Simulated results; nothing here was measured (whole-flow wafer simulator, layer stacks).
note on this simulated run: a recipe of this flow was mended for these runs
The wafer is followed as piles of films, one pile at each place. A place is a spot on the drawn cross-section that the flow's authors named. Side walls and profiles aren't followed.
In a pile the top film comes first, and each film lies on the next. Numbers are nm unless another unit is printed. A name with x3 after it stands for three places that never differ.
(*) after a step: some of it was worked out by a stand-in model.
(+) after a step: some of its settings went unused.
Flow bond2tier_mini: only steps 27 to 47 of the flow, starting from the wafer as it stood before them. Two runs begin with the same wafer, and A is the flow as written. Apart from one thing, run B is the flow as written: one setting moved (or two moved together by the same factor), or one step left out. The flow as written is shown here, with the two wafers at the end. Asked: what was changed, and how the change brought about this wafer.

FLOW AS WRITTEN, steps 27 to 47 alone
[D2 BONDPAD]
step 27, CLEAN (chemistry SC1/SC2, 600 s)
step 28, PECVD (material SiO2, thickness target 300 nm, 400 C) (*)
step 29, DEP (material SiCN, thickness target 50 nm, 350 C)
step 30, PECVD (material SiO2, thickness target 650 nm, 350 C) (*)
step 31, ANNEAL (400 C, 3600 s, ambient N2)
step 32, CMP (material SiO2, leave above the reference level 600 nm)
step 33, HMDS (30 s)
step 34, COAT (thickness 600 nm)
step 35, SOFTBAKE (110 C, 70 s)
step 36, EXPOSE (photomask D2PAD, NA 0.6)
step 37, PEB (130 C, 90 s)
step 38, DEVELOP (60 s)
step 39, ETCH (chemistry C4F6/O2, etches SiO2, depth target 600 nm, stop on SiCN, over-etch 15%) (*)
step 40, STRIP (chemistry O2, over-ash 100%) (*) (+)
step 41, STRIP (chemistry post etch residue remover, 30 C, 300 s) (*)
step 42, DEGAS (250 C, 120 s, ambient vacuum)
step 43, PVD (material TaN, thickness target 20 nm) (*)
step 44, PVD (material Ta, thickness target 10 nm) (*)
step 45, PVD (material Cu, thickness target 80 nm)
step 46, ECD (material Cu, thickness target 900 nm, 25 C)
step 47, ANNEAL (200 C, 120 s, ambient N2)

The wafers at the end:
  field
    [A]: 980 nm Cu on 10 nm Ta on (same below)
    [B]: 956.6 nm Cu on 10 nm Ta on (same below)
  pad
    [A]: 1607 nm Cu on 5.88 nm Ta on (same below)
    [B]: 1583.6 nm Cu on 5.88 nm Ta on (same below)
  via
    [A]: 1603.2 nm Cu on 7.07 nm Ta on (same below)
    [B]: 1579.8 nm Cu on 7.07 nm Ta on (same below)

What caused this: step 45, PVD: thickness target 56.6 nm was run, though the flow has thickness target 80 nm.

How this came from the change, step by step:
  step 45, PVD (material Cu, thickness target 80 nm)
      field: A +80 Cu (new film) | B +56.6 Cu (new film)
      pad: A +48.4 Cu (new film) | B +34.3 Cu (new film)
      (as well as at 1 more place)
